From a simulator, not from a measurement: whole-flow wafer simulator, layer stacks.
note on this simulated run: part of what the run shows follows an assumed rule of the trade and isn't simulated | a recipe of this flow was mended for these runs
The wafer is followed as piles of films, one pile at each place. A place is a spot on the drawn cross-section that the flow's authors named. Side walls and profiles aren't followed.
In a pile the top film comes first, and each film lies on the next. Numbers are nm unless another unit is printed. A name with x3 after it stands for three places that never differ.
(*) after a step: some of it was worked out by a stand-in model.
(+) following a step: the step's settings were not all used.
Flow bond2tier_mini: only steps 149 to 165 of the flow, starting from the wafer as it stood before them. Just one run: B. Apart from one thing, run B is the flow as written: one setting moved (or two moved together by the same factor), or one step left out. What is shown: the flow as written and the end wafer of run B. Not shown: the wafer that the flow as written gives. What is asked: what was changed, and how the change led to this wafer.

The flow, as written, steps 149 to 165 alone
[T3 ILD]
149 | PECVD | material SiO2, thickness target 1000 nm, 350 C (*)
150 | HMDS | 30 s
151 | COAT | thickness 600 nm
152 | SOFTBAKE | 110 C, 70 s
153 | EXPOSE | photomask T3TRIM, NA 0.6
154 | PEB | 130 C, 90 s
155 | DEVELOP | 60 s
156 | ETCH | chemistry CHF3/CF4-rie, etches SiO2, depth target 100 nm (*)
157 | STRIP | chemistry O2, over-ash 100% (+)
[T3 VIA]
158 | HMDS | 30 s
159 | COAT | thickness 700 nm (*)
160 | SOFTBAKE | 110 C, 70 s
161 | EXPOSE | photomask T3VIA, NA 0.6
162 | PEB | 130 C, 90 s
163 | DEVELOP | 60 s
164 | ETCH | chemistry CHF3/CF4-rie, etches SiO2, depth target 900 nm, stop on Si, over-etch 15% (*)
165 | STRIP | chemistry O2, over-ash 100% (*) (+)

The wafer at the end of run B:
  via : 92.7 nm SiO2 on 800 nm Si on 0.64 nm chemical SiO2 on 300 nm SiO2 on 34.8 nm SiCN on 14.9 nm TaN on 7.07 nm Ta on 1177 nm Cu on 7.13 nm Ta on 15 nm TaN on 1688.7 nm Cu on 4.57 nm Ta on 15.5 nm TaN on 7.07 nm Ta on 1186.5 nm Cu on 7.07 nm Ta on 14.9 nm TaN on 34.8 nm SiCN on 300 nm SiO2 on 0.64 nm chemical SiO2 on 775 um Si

The reason: step 164, ETCH: depth target 702 nm was run, though the flow has depth target 900 nm.

How this came from the change, step by step:
  164 | ETCH | chemistry CHF3/CF4-rie, etches SiO2, depth target 900 nm, stop on Si, over-etch 15% (*)
      via: SiO2 loses 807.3 (in the flow as written it would be: SiO2 loses 900 (all of it), Si loses 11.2)
      field, pad: thick-KrF-resist loses 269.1 (in the flow as written it would be: thick-KrF-resist loses 345)
  165 | STRIP | chemistry O2, over-ash 100% (*) (+)
      field: thick-KrF-resist loses 362.5 (all of it) (in the flow as written it would be: thick-KrF-resist loses 286.6 (all of it))
      pad: thick-KrF-resist loses 448.8 (all of it) (in the flow as written it would be: thick-KrF-resist loses 372.9 (all of it))
